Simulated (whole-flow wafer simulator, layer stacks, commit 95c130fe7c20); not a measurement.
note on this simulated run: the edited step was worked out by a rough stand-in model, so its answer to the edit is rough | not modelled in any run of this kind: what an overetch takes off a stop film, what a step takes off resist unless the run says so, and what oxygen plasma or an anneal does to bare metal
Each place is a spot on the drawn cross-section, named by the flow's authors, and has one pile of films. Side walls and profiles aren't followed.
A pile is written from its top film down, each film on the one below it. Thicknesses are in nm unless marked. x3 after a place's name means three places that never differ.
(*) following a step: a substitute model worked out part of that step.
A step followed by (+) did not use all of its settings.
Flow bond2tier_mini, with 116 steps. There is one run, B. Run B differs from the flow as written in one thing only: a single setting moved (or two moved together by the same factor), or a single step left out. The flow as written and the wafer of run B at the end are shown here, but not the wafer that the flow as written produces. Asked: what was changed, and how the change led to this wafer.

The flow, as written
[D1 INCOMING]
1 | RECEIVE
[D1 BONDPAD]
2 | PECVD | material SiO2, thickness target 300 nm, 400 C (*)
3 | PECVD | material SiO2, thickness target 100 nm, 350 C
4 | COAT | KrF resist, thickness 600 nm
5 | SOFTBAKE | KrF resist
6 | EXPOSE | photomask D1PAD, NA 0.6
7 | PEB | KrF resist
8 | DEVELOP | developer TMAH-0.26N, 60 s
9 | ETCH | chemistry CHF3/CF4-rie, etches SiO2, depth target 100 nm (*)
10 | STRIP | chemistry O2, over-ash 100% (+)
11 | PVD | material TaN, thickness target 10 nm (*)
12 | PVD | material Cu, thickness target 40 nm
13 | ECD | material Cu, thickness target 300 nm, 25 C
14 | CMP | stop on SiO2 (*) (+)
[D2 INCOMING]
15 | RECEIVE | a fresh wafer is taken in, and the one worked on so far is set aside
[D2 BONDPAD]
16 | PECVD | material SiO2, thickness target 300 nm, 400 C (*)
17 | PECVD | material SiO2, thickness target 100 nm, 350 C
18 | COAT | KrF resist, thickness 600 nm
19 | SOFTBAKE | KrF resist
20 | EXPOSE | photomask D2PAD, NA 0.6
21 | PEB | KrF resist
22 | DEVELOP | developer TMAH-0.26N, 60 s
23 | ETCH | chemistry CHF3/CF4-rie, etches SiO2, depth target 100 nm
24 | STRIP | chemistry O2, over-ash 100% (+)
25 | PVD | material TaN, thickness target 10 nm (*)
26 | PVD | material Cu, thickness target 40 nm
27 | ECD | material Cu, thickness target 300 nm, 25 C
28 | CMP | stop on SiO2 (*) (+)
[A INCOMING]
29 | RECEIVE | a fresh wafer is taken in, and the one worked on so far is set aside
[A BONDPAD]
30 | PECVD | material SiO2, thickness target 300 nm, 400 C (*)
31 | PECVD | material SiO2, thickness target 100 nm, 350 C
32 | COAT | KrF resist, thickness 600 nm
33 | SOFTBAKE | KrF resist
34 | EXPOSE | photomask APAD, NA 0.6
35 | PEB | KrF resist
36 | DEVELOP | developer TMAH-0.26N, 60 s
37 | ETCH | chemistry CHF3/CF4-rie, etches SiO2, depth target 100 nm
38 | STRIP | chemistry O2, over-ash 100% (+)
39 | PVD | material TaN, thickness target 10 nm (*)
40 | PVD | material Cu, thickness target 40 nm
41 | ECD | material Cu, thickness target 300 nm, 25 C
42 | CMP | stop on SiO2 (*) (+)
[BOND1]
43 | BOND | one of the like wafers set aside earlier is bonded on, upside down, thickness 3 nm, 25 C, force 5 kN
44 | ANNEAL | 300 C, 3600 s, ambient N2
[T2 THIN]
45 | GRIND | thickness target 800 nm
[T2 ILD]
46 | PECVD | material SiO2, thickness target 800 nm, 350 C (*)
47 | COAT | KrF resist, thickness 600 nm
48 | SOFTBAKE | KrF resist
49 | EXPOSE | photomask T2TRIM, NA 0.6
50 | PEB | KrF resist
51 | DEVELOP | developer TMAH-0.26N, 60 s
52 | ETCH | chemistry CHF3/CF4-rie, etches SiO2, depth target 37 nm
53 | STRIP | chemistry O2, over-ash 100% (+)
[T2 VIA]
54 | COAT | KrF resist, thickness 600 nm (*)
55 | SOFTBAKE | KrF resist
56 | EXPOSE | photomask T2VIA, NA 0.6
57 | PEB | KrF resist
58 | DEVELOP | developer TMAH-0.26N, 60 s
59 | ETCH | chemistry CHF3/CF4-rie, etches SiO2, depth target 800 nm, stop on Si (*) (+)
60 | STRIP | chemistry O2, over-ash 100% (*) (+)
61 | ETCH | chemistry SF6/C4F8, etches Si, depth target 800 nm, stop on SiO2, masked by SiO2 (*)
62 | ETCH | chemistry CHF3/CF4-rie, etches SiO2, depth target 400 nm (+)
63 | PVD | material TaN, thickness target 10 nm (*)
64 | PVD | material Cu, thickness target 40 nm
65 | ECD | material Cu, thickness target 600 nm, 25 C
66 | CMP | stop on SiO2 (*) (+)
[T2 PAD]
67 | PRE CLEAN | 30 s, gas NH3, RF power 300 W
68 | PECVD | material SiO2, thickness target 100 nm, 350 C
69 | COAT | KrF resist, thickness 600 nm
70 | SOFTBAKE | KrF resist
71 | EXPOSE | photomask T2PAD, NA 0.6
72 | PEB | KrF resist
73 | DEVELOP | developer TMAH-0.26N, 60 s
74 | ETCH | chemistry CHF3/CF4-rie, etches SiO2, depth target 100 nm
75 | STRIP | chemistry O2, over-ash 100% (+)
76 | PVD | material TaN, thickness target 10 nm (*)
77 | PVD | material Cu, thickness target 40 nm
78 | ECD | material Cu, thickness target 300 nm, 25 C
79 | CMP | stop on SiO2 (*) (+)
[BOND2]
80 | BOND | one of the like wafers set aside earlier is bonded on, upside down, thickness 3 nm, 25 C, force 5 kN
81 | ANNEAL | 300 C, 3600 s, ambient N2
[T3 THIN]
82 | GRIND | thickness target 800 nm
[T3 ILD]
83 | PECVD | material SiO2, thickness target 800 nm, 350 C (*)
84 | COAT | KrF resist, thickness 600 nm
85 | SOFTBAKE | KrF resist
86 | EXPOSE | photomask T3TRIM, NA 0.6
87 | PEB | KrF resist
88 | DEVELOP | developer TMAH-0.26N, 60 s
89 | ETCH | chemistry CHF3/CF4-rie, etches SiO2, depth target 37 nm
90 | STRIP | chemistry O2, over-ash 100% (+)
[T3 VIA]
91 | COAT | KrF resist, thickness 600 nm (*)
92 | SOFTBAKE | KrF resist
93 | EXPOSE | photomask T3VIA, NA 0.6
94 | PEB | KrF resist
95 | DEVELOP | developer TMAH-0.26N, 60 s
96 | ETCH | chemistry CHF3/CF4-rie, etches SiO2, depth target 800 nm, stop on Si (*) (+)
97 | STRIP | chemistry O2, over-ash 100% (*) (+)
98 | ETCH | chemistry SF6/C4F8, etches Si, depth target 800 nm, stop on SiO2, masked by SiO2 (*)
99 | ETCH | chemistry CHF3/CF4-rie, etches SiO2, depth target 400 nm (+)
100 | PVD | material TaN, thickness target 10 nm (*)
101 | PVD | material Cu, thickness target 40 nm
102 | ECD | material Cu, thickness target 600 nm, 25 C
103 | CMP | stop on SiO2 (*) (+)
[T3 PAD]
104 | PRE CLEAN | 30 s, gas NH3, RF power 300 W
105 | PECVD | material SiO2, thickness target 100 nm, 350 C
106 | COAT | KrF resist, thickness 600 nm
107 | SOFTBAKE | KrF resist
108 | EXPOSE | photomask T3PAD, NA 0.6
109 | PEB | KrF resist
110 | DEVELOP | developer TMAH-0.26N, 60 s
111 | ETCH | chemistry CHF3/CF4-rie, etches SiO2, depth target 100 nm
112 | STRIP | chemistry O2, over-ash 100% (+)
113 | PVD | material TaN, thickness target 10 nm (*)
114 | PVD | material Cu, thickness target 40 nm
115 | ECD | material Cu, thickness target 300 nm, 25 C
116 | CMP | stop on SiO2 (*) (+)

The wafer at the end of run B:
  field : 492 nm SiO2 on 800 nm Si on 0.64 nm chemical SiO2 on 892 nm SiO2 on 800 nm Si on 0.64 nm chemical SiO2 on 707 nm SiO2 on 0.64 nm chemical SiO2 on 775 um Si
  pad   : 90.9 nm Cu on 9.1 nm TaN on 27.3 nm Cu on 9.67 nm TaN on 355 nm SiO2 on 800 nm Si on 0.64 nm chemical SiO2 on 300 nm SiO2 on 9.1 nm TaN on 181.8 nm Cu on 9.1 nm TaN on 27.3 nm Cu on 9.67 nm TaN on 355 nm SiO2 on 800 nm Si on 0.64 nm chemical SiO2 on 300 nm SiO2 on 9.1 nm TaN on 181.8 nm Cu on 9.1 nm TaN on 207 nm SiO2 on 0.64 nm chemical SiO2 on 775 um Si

Cause: step 30, PECVD: thickness target 207 nm was run, though the flow has thickness target 300 nm.
One can read it off the wafer: pad has SiO2 207, and step 30 as written asks for 300 nm.

How this came from the change, step by step:
  30 | PECVD | material SiO2, thickness target 300 nm, 400 C (*)
      field, pad, via: +207 SiO2 (new film) (in the flow as written it would be: +300 SiO2 (new film))
